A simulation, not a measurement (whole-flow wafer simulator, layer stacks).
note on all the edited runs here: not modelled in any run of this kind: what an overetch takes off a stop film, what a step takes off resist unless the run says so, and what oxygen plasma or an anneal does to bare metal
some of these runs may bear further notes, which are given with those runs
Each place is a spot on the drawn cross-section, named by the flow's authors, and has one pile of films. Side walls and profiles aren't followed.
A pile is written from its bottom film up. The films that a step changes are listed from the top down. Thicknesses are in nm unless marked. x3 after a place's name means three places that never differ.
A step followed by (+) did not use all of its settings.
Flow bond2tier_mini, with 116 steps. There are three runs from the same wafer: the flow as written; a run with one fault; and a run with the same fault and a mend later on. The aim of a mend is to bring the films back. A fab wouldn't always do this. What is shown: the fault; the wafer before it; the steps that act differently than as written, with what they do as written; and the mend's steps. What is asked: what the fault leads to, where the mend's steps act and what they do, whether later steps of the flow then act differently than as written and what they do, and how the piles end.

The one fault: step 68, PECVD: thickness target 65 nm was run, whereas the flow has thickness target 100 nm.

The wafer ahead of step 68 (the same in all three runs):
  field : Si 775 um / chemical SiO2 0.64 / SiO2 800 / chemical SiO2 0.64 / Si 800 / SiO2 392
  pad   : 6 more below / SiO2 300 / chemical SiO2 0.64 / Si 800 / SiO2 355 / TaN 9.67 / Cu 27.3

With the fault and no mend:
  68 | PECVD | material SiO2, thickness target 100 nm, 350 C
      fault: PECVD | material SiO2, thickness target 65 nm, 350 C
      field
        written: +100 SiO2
        fault: +65 SiO2
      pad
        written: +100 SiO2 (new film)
        fault: +65 SiO2 (new film)
  Steps further on in the flow that do not act as written (2 other steps are not shown; they differ only slightly, by no more than 2% or 0.5 nm, whichever is larger):
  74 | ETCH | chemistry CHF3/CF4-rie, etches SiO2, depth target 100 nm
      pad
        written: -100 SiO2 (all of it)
        fault: -65 SiO2 (all of it), -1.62 Cu
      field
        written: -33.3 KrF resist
        fault: -32.5 KrF resist
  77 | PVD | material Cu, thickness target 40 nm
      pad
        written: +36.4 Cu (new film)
        fault: +37.6 Cu (new film)
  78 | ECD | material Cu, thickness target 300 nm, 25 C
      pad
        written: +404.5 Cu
        fault: +369.6 Cu
  The piles end different from the flow's at field, pad by more than 2% or 0.5 nm, whichever is larger.
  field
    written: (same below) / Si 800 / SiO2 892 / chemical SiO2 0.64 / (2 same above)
    fault: (same below) / Si 800 / SiO2 857 / chemical SiO2 0.64 / (2 same above)
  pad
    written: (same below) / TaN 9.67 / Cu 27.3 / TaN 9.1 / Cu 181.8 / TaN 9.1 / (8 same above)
    fault: (same below) / TaN 9.67 / Cu 25.7 / TaN 9.44 / Cu 148.1 / TaN 9.1 / (8 same above)

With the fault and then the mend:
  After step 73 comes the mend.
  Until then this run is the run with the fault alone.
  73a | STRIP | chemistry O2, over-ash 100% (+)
      field
        -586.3 KrF resist (all of it)
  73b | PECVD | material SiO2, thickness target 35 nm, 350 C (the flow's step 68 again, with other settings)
      field, pad
        +35 SiO2
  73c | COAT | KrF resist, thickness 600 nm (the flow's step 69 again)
      field, pad
        +600 KrF resist (new film)
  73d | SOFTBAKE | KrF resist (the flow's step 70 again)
      alters no film at any place that is followed
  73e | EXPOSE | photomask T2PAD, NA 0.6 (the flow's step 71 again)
      alters no film at any place that is followed
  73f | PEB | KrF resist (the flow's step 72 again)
      alters no film at any place that is followed
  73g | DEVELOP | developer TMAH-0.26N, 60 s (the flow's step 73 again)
      field
        -13.7 KrF resist
      pad
        -600 KrF resist (all of it)
  Every later step of the flow that is run acts as written at every place that is followed.
  By the end, the piles equal the flow's at every place that both follow.
